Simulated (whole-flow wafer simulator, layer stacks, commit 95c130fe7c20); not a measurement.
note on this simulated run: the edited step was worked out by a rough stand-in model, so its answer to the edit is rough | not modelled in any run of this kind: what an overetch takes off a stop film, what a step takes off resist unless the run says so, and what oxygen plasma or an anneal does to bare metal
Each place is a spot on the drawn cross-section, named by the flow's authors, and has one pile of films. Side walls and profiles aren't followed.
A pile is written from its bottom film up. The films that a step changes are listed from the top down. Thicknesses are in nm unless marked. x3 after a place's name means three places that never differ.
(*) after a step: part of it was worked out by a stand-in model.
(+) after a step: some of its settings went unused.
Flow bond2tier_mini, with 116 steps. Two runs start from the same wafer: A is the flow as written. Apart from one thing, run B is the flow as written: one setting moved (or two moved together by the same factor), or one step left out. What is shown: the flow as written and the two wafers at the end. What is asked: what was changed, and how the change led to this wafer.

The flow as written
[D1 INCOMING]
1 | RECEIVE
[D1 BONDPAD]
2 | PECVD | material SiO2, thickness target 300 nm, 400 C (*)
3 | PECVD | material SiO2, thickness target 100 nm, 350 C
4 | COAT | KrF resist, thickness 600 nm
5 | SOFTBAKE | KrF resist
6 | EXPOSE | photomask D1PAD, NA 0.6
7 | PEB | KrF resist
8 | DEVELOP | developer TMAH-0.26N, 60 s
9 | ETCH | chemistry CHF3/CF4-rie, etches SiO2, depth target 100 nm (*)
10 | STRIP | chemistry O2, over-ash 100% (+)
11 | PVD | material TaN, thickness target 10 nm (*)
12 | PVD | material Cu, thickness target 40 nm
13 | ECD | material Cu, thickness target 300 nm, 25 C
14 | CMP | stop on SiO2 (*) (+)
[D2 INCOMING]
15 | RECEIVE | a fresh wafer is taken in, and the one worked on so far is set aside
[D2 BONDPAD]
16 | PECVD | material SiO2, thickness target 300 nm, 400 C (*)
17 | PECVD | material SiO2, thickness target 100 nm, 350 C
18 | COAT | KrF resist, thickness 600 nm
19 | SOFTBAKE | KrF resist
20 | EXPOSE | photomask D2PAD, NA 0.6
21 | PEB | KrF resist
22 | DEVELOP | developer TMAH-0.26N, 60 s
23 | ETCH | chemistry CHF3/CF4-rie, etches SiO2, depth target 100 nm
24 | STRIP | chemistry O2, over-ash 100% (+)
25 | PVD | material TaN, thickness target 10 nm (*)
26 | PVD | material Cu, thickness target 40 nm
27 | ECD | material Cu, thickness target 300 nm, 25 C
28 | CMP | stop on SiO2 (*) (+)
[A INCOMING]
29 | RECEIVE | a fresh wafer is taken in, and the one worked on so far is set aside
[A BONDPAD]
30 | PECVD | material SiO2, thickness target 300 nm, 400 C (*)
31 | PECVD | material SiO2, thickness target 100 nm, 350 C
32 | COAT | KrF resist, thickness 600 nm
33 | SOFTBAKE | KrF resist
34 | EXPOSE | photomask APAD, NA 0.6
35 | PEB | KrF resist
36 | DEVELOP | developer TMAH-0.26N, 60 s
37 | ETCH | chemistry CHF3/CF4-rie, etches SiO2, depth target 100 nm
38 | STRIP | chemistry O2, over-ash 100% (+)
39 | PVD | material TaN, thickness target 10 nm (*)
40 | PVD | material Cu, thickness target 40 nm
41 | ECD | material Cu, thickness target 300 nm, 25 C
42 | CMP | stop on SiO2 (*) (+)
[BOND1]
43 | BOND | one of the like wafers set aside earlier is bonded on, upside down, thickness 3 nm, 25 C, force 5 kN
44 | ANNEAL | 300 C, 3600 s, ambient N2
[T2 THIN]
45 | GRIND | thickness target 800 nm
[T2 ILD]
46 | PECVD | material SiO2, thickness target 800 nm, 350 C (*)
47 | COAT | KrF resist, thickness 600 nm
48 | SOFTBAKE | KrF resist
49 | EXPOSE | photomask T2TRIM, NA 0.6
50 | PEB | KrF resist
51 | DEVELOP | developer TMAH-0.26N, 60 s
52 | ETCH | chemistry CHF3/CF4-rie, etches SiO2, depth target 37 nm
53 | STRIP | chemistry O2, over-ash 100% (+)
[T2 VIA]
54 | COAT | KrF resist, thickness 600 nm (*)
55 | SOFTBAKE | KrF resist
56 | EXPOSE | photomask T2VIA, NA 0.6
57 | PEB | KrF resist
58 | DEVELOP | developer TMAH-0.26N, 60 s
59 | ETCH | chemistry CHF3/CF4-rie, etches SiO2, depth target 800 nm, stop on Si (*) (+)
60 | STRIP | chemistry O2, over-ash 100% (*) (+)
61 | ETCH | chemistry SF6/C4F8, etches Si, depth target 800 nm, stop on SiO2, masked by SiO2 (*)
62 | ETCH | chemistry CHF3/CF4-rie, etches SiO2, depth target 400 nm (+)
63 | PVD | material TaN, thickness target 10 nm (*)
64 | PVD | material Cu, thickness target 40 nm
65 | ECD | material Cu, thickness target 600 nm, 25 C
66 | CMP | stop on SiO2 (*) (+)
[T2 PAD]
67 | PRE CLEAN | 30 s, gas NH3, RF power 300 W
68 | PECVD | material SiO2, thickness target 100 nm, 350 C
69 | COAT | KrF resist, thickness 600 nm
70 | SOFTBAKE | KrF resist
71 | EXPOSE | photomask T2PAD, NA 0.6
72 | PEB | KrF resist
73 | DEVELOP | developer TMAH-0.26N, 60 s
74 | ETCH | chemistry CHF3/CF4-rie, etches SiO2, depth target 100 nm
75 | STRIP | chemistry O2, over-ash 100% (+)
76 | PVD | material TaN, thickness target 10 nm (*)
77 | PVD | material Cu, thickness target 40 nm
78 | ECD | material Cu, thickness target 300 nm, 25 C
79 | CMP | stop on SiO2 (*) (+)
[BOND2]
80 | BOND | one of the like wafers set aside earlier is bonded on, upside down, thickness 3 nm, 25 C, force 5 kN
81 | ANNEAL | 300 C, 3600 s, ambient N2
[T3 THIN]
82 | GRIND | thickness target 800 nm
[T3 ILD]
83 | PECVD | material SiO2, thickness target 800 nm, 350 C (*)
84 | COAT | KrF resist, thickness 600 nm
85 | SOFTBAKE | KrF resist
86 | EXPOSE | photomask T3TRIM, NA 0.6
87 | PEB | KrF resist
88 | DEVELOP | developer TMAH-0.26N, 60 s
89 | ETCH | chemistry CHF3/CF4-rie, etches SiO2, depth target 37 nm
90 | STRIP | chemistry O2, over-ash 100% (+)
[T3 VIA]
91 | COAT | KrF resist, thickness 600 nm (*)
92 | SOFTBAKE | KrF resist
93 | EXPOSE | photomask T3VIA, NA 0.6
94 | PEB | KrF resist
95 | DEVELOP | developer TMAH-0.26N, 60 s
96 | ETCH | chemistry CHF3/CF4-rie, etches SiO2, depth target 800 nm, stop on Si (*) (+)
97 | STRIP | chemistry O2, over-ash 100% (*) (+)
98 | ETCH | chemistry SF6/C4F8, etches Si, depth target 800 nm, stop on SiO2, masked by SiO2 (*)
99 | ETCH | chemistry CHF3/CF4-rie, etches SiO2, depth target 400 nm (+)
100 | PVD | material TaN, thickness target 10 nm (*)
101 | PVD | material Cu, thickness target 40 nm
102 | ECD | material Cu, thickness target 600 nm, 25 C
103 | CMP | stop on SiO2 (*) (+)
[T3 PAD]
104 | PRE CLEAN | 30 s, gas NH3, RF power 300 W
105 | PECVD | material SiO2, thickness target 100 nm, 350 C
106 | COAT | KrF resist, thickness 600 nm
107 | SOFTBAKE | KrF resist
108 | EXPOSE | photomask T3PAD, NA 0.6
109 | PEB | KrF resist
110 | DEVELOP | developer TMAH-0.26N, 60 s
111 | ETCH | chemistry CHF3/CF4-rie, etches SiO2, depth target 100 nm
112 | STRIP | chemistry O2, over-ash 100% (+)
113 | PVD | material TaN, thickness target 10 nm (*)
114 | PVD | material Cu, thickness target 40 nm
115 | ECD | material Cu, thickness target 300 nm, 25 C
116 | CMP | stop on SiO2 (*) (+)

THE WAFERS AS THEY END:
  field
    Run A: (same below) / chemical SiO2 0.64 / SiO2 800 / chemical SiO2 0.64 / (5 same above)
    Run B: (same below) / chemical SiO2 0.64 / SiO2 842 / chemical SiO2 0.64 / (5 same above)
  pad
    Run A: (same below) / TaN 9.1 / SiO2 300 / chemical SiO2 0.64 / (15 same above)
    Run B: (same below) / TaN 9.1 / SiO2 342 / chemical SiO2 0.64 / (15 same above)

The reason: step 2, PECVD: thickness target 342 nm was run, while the flow as written has thickness target 300 nm.
The wafer lets one read it off: pad has SiO2 342, and step 2 as written asks for 300 nm.

Step by step, how the change led to this:
  2 | PECVD | material SiO2, thickness target 300 nm, 400 C (*)
      field, pad, via: A SiO2 gains 300 (new film) | B SiO2 gains 342 (new film)
  43 | BOND | one of the like wafers set aside earlier is bonded on, upside down, thickness 3 nm, 25 C, force 5 kN
      field: A Si gains 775 um (new film), chemical SiO2 gains 0.64 (new film), SiO2 gains 400 | B Si gains 775 um (new film), chemical SiO2 gains 0.64 (new film), SiO2 gains 442
      pad: A Si gains 775 um (new film), chemical SiO2 gains 0.64 (new film), SiO2 gains 300 (new film), TaN gains 9.1 (new film), Cu gains 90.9 | B Si gains 775 um (new film), chemical SiO2 gains 0.64 (new film), SiO2 gains 342 (new film), TaN gains 9.1 (new film), Cu gains 90.9
      (as well as at 1 more place)
